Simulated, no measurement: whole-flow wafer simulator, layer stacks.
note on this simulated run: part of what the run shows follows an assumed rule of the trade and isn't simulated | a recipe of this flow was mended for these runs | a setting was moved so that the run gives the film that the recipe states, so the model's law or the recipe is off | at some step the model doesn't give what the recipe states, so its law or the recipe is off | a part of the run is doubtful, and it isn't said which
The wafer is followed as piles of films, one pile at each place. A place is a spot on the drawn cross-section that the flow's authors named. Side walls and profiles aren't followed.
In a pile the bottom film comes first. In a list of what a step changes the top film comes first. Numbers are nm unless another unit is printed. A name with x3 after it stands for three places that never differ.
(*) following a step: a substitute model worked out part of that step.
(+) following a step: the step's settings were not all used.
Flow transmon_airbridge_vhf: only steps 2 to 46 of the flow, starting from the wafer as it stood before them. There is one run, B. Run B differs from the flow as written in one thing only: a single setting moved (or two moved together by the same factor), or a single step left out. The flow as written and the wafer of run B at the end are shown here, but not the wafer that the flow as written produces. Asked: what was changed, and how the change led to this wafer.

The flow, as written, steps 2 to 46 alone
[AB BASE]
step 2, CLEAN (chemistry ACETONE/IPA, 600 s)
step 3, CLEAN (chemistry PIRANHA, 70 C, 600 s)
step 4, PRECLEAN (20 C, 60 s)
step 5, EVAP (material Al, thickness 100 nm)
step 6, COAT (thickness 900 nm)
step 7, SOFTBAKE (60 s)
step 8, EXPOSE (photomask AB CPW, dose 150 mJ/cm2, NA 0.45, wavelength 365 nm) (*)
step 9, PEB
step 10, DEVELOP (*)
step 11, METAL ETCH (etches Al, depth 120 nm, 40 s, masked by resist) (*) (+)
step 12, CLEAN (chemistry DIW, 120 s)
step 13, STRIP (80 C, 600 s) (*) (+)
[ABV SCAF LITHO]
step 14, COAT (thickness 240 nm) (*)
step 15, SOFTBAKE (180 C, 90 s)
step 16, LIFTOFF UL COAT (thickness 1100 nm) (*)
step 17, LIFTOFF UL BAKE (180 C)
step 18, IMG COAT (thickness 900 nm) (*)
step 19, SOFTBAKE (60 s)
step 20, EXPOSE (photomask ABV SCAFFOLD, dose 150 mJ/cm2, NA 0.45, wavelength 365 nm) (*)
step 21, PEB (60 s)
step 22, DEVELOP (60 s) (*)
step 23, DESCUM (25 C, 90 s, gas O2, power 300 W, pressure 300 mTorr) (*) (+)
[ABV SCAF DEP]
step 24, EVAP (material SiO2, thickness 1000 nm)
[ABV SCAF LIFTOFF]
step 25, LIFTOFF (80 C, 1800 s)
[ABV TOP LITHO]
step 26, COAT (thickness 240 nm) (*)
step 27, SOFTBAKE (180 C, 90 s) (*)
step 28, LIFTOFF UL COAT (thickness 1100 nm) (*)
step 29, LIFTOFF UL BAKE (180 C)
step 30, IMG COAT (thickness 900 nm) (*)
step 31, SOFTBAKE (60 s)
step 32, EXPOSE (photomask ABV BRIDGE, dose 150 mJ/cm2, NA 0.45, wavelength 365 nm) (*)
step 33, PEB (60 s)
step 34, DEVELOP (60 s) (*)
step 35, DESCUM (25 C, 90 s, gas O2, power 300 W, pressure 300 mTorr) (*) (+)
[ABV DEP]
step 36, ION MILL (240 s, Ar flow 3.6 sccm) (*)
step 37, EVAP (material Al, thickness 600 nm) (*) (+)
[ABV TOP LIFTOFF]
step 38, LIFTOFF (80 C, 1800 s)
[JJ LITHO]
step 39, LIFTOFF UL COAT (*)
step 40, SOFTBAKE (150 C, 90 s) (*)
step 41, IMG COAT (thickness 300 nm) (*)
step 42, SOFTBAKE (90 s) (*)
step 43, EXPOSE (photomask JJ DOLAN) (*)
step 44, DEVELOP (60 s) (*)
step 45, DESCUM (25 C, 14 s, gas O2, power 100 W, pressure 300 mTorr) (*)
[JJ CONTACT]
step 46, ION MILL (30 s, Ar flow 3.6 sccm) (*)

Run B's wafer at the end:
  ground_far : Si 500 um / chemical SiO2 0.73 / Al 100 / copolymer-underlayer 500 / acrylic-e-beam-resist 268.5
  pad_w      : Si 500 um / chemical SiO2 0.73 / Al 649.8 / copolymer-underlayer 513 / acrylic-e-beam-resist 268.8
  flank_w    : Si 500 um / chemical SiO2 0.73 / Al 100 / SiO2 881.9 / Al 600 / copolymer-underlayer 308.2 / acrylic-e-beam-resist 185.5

What caused this: step 4, PRECLEAN: 20 C, 60 s, was omitted.

Step by step, how the change led to this:
  step 11, METAL ETCH (etches Al, depth 120 nm, 40 s, masked by resist) (*) (+)
      field x3, jj_line, gap_w, gap_e: -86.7 Al (all of it), -0.73 chemical SiO2 (all of it), -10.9 Si (it would be, as written: -86.7 Al (all of it), -11.1 Si)
